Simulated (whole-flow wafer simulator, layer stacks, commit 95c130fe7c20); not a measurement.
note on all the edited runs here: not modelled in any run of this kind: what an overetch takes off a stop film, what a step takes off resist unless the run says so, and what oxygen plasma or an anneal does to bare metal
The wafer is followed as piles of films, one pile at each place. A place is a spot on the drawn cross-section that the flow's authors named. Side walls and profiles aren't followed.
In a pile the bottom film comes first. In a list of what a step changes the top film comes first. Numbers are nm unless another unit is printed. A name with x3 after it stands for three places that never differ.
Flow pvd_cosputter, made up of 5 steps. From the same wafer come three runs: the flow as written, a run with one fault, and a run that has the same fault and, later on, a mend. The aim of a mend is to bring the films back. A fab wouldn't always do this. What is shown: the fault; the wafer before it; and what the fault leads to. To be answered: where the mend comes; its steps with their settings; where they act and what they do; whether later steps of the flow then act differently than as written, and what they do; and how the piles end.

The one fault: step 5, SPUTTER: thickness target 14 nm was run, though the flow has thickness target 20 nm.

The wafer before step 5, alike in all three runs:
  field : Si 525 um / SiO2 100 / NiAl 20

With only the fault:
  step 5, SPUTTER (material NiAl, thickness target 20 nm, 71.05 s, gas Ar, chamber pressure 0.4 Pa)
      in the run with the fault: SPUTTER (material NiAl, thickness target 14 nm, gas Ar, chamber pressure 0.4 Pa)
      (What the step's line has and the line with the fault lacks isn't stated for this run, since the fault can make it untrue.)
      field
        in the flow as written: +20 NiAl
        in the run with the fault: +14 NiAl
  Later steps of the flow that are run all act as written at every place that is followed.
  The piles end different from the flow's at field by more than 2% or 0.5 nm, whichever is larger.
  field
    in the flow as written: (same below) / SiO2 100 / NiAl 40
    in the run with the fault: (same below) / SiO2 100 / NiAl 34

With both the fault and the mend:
  The mend stands after step 5.
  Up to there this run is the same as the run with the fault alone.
  step 5a, SPUTTER (material NiAl, thickness target 6 nm, gas Ar, chamber pressure 0.4 Pa) (the flow's step 5 again, with other settings)
      field
        +6 NiAl
  Later steps of the flow that are run all act as written at every place that is followed.
  The piles end the same as the flow's at every place that both follow.
